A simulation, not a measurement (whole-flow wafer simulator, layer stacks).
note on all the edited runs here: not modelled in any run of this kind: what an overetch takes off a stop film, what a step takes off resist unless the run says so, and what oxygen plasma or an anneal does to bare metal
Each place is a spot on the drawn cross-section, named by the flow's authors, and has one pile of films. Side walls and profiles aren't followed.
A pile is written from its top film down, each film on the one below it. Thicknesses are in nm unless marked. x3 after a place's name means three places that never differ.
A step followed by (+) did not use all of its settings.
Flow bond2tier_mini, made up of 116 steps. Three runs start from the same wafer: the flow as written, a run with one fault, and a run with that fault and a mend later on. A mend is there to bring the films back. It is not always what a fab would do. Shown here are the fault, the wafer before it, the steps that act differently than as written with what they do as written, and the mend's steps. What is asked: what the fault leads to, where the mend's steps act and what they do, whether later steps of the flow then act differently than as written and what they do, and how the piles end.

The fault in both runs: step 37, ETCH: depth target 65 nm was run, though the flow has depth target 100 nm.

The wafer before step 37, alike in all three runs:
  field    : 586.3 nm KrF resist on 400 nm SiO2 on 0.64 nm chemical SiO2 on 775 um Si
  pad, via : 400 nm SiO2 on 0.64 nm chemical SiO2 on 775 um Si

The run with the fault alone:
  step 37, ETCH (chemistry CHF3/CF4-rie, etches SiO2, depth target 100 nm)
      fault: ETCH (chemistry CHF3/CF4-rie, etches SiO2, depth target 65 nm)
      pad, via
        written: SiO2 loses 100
        fault: SiO2 loses 65
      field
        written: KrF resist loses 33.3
        fault: KrF resist loses 21.7
  Later steps of the flow acting differently than as written (not shown: 1 more step that differs only slightly, by at most 2% or 0.5 nm, whichever is larger):
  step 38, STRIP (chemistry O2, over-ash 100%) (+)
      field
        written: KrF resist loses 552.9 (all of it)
        fault: KrF resist loses 564.6 (all of it)
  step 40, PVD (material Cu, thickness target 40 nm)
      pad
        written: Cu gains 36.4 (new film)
        fault: Cu gains 37.6 (new film)
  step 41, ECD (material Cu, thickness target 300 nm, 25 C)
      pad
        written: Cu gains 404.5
        fault: Cu gains 367.9
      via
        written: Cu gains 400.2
        fault: Cu gains 365
  The piles end different from the flow's at pad by more than 2% or 0.5 nm, whichever is larger.
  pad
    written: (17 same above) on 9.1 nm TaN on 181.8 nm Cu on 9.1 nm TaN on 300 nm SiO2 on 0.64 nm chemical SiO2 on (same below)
    fault: (17 same above) on 9.1 nm TaN on 146.5 nm Cu on 9.41 nm TaN on 335 nm SiO2 on 0.64 nm chemical SiO2 on (same below)

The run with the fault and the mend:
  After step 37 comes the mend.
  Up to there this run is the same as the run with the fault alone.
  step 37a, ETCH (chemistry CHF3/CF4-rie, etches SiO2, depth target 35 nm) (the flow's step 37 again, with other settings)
      pad, via
        SiO2 loses 35
      field
        KrF resist loses 11.7
  None of the later steps of the flow acts differently than as written at any place that is followed.
  By the end, the piles equal the flow's at every place that both follow.
